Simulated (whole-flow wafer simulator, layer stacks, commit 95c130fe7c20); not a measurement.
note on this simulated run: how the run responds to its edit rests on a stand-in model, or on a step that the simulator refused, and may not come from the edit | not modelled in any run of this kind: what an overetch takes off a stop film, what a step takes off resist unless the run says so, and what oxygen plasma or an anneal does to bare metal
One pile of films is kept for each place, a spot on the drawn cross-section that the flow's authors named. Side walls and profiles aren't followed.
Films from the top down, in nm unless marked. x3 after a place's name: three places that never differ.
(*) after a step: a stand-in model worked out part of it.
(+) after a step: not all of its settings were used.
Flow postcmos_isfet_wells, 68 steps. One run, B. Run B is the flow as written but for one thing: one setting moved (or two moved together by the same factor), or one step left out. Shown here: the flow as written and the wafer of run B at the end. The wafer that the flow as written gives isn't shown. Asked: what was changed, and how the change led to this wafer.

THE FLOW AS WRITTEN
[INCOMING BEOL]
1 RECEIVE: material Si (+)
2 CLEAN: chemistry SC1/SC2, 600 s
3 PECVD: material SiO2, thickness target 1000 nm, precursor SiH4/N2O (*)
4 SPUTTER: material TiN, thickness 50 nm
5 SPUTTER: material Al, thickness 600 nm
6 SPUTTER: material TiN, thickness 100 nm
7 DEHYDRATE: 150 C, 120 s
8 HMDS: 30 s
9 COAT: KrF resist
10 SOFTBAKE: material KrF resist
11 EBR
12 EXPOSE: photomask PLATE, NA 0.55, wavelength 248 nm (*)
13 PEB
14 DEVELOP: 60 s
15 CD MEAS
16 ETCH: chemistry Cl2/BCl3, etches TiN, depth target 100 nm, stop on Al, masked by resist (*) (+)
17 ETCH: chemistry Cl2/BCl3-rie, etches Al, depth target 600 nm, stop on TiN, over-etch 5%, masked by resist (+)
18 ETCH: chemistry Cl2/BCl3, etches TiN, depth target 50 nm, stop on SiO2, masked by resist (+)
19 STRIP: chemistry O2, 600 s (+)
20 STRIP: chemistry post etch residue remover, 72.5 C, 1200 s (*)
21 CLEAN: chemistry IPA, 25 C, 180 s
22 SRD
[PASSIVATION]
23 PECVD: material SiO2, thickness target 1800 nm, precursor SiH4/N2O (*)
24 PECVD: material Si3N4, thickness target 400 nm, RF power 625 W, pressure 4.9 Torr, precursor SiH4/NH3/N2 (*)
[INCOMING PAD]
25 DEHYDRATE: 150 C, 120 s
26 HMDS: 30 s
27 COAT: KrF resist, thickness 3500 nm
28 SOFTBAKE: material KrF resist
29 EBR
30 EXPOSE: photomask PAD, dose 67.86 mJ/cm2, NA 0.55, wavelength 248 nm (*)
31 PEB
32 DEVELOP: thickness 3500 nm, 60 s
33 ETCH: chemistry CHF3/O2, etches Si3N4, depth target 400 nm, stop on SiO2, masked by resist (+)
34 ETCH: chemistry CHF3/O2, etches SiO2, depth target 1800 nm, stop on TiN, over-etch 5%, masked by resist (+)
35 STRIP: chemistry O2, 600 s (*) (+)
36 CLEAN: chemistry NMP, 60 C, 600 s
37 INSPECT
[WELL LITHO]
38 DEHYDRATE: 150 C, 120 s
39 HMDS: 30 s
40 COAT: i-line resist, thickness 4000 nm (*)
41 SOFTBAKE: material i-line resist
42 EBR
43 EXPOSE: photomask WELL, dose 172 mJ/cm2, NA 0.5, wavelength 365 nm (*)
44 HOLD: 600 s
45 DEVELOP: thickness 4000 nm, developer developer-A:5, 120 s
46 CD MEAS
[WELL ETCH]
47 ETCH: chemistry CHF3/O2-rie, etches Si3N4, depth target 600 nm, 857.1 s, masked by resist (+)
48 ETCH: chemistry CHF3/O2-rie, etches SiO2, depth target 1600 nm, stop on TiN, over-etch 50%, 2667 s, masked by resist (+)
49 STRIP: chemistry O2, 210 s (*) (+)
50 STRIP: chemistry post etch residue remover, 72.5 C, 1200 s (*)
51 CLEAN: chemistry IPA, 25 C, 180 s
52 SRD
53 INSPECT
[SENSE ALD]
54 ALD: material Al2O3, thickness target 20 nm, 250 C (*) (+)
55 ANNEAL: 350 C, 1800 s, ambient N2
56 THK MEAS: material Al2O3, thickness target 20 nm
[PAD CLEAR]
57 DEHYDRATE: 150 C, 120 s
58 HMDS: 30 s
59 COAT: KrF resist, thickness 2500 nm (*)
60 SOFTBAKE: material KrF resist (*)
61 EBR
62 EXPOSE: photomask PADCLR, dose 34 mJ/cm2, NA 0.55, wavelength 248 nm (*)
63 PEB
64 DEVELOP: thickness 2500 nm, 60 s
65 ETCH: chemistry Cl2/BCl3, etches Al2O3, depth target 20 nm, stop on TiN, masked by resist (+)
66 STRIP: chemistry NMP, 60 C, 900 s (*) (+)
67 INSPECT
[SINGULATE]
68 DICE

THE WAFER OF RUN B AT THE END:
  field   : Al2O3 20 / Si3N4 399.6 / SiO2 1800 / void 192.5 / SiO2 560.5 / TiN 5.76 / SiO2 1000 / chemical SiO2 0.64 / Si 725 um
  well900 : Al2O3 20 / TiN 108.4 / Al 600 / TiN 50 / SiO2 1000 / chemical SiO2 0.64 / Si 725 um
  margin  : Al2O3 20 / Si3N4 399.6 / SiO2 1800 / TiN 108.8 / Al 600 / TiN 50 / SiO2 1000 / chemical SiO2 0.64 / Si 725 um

The cause: step 6, SPUTTER: thickness 109.2 nm was run, where the flow has thickness 100 nm.

How the change led to this, step by step:
  6 SPUTTER: material TiN, thickness 100 nm
      field, margin, well900 and 6 more: TiN +109.2 (new film) (as written it would be: TiN +100 (new film))
  16 ETCH: chemistry Cl2/BCl3, etches TiN, depth target 100 nm, stop on Al, masked by resist (*) (+)
      field: TiN -100 (as written it would be: TiN -100 (all of it))
  17 ETCH: chemistry Cl2/BCl3-rie, etches Al, depth target 600 nm, stop on TiN, over-etch 5%, masked by resist (+)
      field: TiN -9.2 (all of it), Al -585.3 (as written it would be: Al -600 (all of it))
  18 ETCH: chemistry Cl2/BCl3, etches TiN, depth target 50 nm, stop on SiO2, masked by resist (+)
      field: Al -14.7 (all of it), TiN -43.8 (as written it would be: TiN -50 (all of it))
  23 PECVD: material SiO2, thickness target 1800 nm, precursor SiH4/N2O (*)
      field: SiO2 +1800 (new film), void +192.5 (new film), SiO2 +560.5 (new film) (as written it would be: SiO2 +1800 (new film), void +189.9 (new film), SiO2 +559.7)
Counting metal films that touch as one body, field has 1 body; the flow as written gives 0 bodies.
